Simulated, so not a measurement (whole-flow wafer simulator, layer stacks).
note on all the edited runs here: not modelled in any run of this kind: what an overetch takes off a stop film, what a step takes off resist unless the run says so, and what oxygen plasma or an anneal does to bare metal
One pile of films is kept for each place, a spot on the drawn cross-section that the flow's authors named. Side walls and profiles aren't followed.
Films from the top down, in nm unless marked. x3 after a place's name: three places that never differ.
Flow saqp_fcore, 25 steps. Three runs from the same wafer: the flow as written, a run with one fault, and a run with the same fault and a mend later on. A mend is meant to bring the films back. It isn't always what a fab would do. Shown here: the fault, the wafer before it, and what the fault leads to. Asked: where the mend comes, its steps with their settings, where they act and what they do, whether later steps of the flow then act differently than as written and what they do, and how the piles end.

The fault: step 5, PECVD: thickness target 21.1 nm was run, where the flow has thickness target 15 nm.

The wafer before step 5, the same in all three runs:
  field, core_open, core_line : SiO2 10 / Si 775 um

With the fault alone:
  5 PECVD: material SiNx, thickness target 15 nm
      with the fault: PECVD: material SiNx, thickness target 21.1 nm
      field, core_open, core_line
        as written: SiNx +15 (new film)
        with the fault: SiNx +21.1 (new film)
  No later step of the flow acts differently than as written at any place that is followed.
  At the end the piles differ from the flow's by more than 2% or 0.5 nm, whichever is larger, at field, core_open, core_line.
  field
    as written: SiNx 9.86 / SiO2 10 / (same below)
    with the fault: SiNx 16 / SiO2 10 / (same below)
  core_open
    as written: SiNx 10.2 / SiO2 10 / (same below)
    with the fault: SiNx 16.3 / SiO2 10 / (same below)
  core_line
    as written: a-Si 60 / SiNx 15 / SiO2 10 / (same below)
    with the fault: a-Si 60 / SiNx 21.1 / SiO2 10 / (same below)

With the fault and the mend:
  The mend comes after step 5.
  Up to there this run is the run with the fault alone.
  5a ETCH: chemistry h3po4, depth target 24.27 nm
      field, core_open, core_line
        SiNx -21.1 (all of it)
  5b PECVD: material SiNx, thickness target 15 nm (the flow's step 5 once more)
      field, core_open, core_line
        SiNx +15 (new film)
  No later step of the flow acts differently than as written at any place that is followed.
  At the end the piles are the same as the flow's at every place that both follow.
